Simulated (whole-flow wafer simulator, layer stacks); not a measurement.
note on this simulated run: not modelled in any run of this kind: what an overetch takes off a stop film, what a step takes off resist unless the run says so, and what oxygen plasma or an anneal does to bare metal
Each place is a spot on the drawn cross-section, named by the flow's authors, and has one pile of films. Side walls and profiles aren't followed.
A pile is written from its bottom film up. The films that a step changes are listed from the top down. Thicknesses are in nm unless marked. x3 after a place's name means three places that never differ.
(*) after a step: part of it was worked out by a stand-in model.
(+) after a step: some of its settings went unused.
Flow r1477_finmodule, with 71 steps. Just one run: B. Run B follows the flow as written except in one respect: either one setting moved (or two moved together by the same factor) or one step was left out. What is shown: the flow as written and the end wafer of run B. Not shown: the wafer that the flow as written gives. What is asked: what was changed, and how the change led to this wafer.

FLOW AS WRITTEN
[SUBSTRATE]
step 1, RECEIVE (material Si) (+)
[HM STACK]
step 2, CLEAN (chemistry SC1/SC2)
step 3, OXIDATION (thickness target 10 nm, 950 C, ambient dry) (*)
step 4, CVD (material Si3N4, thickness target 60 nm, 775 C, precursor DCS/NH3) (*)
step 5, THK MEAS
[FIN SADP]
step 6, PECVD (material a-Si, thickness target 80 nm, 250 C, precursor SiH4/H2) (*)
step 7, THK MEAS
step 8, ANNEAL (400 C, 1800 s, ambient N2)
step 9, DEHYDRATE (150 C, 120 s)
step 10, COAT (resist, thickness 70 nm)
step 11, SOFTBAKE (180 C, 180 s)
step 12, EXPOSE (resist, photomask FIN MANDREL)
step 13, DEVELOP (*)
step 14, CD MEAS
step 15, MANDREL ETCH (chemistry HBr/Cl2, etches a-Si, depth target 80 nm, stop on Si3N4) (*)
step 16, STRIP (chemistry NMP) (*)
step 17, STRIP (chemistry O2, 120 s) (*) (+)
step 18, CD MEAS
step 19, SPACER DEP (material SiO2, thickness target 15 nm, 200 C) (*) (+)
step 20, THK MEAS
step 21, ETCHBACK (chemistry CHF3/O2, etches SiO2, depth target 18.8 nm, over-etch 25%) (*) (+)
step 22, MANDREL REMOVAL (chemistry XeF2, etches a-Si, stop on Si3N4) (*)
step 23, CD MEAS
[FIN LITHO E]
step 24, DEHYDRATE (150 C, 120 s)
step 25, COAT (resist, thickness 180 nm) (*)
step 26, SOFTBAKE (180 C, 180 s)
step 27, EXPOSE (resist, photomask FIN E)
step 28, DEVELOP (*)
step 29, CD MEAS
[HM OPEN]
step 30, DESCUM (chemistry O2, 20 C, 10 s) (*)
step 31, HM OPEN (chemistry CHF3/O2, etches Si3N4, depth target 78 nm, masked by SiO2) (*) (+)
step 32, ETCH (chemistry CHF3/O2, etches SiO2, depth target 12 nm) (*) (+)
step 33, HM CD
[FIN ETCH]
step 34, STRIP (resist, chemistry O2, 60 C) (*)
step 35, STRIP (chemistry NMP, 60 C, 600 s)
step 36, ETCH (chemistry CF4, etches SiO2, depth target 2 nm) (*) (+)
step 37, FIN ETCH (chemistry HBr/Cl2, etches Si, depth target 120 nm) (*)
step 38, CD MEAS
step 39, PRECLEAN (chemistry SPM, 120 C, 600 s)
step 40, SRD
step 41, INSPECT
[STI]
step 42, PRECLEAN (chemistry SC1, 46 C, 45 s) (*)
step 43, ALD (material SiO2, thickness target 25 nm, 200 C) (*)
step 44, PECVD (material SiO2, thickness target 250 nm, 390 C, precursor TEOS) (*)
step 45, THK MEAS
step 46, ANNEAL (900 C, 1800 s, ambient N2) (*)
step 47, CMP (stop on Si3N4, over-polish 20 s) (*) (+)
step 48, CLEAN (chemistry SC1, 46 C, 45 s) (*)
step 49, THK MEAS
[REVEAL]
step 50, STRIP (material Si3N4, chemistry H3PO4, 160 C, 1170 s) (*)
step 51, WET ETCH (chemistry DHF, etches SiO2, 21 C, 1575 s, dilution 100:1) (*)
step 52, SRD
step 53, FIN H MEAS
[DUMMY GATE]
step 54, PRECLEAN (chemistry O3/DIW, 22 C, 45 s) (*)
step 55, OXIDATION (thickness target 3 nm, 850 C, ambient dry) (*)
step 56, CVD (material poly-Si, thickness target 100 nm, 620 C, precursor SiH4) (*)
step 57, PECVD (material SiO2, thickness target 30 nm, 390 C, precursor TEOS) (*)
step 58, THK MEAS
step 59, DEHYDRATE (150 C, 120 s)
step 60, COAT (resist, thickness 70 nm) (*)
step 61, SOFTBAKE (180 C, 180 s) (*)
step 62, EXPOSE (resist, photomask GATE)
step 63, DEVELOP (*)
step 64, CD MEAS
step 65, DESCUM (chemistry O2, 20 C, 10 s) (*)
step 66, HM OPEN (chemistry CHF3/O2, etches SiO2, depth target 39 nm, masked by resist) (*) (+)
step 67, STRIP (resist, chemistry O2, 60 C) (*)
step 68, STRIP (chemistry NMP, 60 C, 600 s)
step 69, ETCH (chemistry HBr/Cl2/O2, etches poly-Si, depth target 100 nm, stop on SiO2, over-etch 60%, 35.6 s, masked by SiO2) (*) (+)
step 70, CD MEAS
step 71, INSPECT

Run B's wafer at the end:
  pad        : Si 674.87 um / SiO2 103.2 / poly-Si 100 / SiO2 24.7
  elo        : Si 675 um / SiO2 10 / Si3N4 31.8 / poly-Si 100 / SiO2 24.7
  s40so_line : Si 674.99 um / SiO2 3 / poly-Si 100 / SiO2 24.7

Cause: step 66, HM OPEN: chemistry CHF3/O2, etches SiO2, depth target 39 nm, masked by resist (*) (+), was not run.

Step by step, how the change led to this:
  step 67, STRIP (resist, chemistry O2, 60 C) (*)
      pad, elo, eso and 15 more: nothing (as written it would have been: chemical SiO2 gains 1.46 (new film), poly-Si loses 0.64)
      padg, elg, esg: resist loses 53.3 (all of it) (as written it would have been: resist loses 15.9 (all of it))
      (also at 15 further places)
  step 69, ETCH (chemistry HBr/Cl2/O2, etches poly-Si, depth target 100 nm, stop on SiO2, over-etch 60%, 35.6 s, masked by SiO2) (*) (+)
      pad, eso, e40so and 8 more: SiO2 loses 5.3 (as written it would have been: chemical SiO2 loses 1.46 (all of it), poly-Si loses 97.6 (all of it), SiO2 loses 0.42)
      elo, e40lo, e100lo, e200lo: SiO2 loses 5.3 (as written it would have been: chemical SiO2 loses 1.46 (all of it), poly-Si loses 97.6 (all of it), Si3N4 loses 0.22)
      (also at 3 further places)
